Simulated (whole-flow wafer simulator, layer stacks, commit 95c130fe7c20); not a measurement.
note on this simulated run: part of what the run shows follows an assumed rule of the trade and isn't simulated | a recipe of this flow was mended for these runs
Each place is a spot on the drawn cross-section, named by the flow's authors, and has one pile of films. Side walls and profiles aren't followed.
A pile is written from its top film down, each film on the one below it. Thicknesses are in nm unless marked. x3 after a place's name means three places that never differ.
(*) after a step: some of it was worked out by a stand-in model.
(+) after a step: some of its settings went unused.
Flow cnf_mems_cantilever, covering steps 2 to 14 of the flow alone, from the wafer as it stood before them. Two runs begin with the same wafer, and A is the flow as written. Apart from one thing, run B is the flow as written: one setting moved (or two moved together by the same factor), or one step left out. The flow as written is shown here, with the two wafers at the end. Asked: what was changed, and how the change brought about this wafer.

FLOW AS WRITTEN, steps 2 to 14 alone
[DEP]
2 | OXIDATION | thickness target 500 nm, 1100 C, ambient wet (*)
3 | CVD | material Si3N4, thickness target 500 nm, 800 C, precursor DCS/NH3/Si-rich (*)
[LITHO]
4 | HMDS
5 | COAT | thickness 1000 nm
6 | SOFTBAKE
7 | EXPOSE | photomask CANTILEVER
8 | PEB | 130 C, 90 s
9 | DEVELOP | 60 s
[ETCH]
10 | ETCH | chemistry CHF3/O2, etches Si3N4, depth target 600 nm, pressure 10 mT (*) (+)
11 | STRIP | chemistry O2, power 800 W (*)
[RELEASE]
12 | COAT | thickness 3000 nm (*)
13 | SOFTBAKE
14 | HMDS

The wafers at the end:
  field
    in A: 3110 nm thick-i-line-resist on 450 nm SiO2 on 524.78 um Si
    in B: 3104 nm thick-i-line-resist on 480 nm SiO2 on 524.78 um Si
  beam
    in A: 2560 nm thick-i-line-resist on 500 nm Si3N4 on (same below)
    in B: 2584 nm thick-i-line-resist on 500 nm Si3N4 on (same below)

The reason: step 10, ETCH: depth target 540 nm was run, whereas the flow has depth target 600 nm.

The path from the change to this, step by step:
  10 | ETCH | chemistry CHF3/O2, etches Si3N4, depth target 600 nm, pressure 10 mT (*) (+)
      field: A -500 Si3N4 (all of it), -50 SiO2 | B -500 Si3N4 (all of it), -20 SiO2
      beam: A -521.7 KrF-resist | B -469.6 KrF-resist
  11 | STRIP | chemistry O2, power 800 W (*)
      beam: A -460.9 KrF-resist (all of it) | B -513.1 KrF-resist (all of it)
  13 | SOFTBAKE
      field: A +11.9 thick-i-line-resist | B +11.1 thick-i-line-resist
      beam: A -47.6 thick-i-line-resist | B -44.5 thick-i-line-resist
